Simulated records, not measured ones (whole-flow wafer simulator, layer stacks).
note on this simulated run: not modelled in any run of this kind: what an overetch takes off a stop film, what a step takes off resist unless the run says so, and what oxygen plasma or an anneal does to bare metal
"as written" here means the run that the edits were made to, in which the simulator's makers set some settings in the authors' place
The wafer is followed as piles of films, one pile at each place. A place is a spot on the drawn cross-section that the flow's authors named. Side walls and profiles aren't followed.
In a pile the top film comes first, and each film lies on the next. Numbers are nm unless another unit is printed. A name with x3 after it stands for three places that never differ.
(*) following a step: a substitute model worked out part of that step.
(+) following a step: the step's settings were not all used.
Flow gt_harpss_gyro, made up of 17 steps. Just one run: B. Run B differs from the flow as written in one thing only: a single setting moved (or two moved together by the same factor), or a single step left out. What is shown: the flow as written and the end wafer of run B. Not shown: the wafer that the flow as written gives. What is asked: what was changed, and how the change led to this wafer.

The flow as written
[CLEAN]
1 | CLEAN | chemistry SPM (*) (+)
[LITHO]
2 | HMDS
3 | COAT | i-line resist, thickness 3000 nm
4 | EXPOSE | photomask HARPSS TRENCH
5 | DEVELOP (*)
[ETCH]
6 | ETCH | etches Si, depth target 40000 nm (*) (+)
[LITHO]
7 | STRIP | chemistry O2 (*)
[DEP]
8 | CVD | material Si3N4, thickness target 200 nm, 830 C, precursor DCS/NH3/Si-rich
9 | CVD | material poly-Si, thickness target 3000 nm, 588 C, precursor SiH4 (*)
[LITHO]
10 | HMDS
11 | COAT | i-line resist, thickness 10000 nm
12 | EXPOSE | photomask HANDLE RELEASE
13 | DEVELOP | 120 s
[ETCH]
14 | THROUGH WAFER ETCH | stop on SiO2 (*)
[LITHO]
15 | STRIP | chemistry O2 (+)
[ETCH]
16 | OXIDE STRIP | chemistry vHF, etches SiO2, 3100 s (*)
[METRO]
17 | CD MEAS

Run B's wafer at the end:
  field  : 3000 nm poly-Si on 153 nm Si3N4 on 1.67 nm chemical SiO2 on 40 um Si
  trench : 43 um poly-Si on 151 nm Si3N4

The reason: step 8, CVD: 801 C was run, while the flow as written has 830 C.

The path from the change to this, step by step:
  8 | CVD | material Si3N4, thickness target 200 nm, 830 C, precursor DCS/NH3/Si-rich
      field: Si3N4 gains 153 (new film) (it would be, as written: Si3N4 gains 200 (new film))
      trench: Si3N4 gains 151 (new film) (it would be, as written: Si3N4 gains 195.9 (new film))
  9 | CVD | material poly-Si, thickness target 3000 nm, 588 C, precursor SiH4 (*)
      trench: poly-Si gains 43 um (new film) (it would be, as written: poly-Si gains 43.01 um (new film))
